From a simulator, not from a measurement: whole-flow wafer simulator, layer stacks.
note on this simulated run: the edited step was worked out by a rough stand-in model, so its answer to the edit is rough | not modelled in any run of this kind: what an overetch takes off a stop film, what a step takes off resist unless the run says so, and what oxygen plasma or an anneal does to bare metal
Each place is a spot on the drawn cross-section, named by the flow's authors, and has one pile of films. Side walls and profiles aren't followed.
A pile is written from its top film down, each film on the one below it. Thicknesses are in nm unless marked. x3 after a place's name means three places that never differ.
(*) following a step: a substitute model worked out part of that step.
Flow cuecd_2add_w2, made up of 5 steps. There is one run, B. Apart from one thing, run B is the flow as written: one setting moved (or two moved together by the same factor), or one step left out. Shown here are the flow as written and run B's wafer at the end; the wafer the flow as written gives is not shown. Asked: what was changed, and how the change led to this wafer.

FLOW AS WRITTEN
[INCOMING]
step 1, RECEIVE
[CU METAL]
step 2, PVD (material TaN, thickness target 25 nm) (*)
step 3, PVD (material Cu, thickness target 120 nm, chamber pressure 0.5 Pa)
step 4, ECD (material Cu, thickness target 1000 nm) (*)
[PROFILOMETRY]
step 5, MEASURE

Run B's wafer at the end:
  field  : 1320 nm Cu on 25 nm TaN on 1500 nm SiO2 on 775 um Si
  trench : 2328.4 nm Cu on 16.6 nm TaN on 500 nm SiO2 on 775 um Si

What caused this: step 4, ECD: thickness target 1200 nm was run, whereas the flow has thickness target 1000 nm.

The path from the change to this, step by step:
  step 4, ECD (material Cu, thickness target 1000 nm) (*)
      field: +1200 Cu (in the flow as written it would be: +1000 Cu)
      trench: +2247.6 Cu (in the flow as written it would be: +2047.6 Cu)
